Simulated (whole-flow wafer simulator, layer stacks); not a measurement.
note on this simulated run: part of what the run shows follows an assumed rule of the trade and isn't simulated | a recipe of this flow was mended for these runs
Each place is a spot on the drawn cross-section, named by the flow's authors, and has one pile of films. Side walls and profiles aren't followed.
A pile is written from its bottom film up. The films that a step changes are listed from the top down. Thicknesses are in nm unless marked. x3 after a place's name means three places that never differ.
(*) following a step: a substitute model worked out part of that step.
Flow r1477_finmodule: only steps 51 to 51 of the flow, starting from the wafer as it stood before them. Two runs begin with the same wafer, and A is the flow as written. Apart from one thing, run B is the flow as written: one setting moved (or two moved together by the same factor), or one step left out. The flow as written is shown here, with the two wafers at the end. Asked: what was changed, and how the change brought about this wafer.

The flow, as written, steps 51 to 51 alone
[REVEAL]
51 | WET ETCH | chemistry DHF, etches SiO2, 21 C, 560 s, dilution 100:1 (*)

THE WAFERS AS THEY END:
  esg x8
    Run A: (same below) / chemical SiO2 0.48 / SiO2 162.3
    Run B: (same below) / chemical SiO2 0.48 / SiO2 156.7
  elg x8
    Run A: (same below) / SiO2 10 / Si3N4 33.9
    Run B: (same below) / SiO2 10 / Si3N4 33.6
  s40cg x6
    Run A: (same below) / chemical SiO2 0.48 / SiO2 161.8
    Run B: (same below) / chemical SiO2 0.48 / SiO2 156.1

Cause: step 51, WET ETCH: 672 s was run, though the flow has 560 s.

The path from the change to this, step by step:
  51 | WET ETCH | chemistry DHF, etches SiO2, 21 C, 560 s, dilution 100:1 (*)
      esg x8, s40cg x6, s40sg x6: A SiO2 loses 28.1 | B SiO2 loses 33.7
      pad x2: A SiO2 loses 30.5 | B SiO2 loses 36.6
